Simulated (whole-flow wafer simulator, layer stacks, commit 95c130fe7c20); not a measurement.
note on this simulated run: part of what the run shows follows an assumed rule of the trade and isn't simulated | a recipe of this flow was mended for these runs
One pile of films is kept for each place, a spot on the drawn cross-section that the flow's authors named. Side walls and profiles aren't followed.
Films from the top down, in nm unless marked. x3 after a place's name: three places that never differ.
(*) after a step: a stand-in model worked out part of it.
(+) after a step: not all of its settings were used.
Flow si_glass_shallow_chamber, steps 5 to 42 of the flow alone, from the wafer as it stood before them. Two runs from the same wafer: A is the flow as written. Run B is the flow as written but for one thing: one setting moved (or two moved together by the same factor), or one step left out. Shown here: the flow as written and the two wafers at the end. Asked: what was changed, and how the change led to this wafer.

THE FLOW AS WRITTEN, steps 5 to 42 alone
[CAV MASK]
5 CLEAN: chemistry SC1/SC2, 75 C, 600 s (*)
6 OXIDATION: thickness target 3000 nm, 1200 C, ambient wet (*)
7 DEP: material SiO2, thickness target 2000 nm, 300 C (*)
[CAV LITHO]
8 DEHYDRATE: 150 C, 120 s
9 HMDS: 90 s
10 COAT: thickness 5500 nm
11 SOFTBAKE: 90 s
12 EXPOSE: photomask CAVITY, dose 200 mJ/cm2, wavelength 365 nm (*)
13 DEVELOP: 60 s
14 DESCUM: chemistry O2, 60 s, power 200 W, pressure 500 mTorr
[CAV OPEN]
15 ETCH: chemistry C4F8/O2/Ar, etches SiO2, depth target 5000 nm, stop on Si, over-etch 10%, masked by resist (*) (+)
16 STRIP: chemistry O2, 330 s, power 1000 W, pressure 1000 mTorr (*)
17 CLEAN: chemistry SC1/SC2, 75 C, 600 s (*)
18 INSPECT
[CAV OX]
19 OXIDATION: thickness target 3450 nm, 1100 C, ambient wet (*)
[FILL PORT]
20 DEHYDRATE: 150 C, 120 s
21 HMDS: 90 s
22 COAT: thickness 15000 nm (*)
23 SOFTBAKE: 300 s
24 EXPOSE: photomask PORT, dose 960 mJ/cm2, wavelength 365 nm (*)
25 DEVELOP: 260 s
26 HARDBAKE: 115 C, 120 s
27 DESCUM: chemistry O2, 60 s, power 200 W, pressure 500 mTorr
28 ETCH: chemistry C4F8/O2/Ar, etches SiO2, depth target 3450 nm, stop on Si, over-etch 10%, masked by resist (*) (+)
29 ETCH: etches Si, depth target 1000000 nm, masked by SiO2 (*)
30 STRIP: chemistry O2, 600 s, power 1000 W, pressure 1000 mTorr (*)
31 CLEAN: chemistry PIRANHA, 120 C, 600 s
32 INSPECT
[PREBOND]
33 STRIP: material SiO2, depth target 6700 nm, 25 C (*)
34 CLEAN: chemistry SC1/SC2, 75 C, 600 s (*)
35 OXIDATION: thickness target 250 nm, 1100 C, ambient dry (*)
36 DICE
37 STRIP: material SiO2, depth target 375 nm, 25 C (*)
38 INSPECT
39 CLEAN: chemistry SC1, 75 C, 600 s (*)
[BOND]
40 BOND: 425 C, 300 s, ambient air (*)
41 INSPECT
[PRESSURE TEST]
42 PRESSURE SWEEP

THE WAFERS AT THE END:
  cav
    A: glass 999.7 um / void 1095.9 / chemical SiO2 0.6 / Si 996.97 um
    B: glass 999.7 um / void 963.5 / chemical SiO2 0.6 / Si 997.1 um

The cause: step 15, ETCH: depth target 4400 nm was run, where the flow has depth target 5000 nm.

How the change led to this, step by step:
  15 ETCH: chemistry C4F8/O2/Ar, etches SiO2, depth target 5000 nm, stop on Si, over-etch 10%, masked by resist (*) (+)
      cav, port: A SiO2 -5000 (all of it), Si -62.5 | B SiO2 -4840
      rim, ramp, septum, ring: A thick-i-line-resist -1100 | B thick-i-line-resist -968
  16 STRIP: chemistry O2, 330 s, power 1000 W, pressure 1000 mTorr (*)
      cav, port: A chemical SiO2 +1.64 (new film), Si -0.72 | B nothing
      rim, ramp, septum, ring: A thick-i-line-resist -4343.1 (all of it) | B thick-i-line-resist -4475.1 (all of it)
  17 CLEAN: chemistry SC1/SC2, 75 C, 600 s (*)
      cav, port: A chemical SiO2 -1.04, Si -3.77 | B SiO2 -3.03
  19 OXIDATION: thickness target 3450 nm, 1100 C, ambient wet (*)
      cav, port: A SiO2 +3450 (new film), chemical SiO2 -0.6 (all of it), Si -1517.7 | B SiO2 +3300.5, Si -1452.2
  22 COAT: thickness 15000 nm (*)
      rim: A thick-i-line-resist +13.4 um (new film) | B thick-i-line-resist +13.46 um (new film)
      ramp: A thick-i-line-resist +12.89 um (new film) | B thick-i-line-resist +12.97 um (new film)
      (and at 3 more places)
  23 SOFTBAKE: 300 s
      rim: A thick-i-line-resist -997 | B thick-i-line-resist -957.6
      ramp: A thick-i-line-resist -487.1 | B thick-i-line-resist -466.3
      (and at 4 more places)
  25 DEVELOP: 260 s
      port: A thick-i-line-resist -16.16 um (all of it) | B thick-i-line-resist -16.11 um (all of it)
  28 ETCH: chemistry C4F8/O2/Ar, etches SiO2, depth target 3450 nm, stop on Si, over-etch 10%, masked by resist (*) (+)
      port: A SiO2 -3450 (all of it), Si -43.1 | B SiO2 -3457.5 (all of it), Si -42.2
  29 ETCH: etches Si, depth target 1000000 nm, masked by SiO2 (*)
      rim, ramp: A thick-i-line-resist -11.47 um (all of it), SiO2 -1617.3 | B thick-i-line-resist -11.57 um (all of it), SiO2 -1566.2
      port: A hole +997.05 um (new film), Si -997.05 um (all of it) | B hole +997.18 um (new film), Si -997.18 um (all of it)
      (and at 2 more places)
  30 STRIP: chemistry O2, 600 s, power 1000 W, pressure 1000 mTorr (*)
      cav: A thick-i-line-resist -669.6 (all of it) | B thick-i-line-resist -627.1 (all of it)
  40 BOND: 425 C, 300 s, ambient air (*)
      cav: A glass +999.7 um (new film), void +1095.9 (new film) | B glass +999.7 um (new film), void +963.5 (new film)
      port: A glass +999.7 um (new film), hole +1017.3 | B glass +999.7 um (new film), hole +883.8
